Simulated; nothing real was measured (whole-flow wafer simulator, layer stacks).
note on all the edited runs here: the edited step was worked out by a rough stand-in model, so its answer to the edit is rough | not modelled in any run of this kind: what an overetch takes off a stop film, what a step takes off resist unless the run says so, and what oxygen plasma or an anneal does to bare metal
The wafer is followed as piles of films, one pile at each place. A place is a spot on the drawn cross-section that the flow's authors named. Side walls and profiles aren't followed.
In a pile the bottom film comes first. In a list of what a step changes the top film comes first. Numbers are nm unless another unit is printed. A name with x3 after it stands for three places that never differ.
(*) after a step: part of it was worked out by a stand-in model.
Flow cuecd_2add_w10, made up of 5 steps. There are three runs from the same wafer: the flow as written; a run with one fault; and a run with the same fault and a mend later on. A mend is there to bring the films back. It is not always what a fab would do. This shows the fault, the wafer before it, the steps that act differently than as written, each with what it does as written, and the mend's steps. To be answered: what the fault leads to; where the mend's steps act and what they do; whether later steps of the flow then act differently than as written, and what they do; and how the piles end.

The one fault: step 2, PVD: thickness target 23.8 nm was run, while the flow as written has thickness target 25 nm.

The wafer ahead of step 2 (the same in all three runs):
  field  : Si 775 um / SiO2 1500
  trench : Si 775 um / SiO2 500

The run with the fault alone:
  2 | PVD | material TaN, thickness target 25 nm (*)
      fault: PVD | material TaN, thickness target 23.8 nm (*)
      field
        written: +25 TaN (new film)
        fault: +23.8 TaN (new film)
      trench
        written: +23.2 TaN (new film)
        fault: +22.1 TaN (new film)
  Later steps of the flow that are run all act as written at every place that is followed.
  The piles end different from the flow's at field, trench by more than 2% or 0.5 nm, whichever is larger.
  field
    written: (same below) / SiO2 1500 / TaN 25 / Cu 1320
    fault: (same below) / SiO2 1500 / TaN 23.8 / Cu 1320
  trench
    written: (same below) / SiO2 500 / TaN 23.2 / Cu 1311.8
    fault: (same below) / SiO2 500 / TaN 22.1 / Cu 1311.8

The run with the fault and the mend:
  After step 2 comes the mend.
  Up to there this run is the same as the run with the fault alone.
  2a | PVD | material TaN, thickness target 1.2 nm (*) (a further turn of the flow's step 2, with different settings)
      field
        +1.2 TaN
      trench
        +1.11 TaN
  Later steps of the flow that are run all act as written at every place that is followed.
  The piles end the same as the flow's at every place that both follow.
